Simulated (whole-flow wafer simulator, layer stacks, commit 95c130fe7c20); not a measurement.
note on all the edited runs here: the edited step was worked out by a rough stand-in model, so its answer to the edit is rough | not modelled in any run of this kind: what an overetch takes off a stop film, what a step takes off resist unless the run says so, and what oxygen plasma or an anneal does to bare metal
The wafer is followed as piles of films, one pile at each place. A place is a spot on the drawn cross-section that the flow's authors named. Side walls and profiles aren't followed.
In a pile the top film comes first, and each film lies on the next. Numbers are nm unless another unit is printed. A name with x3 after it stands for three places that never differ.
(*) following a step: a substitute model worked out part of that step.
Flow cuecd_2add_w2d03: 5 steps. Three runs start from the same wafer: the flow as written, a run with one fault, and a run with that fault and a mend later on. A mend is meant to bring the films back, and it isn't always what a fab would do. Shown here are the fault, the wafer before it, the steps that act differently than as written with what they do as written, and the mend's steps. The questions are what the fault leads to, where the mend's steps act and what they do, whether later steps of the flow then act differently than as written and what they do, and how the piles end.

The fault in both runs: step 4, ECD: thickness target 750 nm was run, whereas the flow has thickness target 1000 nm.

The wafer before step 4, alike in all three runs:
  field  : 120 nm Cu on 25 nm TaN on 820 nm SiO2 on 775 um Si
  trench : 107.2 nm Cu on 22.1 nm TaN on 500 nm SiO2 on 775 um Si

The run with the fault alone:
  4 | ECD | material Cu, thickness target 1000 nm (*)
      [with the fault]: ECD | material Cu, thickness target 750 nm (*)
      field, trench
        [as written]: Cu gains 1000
        [with the fault]: Cu gains 750
  Every later step of the flow that is run acts as written at every place that is followed.
  The piles end different from the flow's at field, trench by more than 2% or 0.5 nm, whichever is larger.
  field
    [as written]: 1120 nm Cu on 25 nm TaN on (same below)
    [with the fault]: 870 nm Cu on 25 nm TaN on (same below)
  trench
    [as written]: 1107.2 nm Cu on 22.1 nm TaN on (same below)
    [with the fault]: 857.2 nm Cu on 22.1 nm TaN on (same below)

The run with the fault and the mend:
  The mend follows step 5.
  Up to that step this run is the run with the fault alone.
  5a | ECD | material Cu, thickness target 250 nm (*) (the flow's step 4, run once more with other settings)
      field, trench
        Cu gains 250
  Every later step of the flow that is run acts as written at every place that is followed.
  The piles end the same as the flow's at every place that both follow.
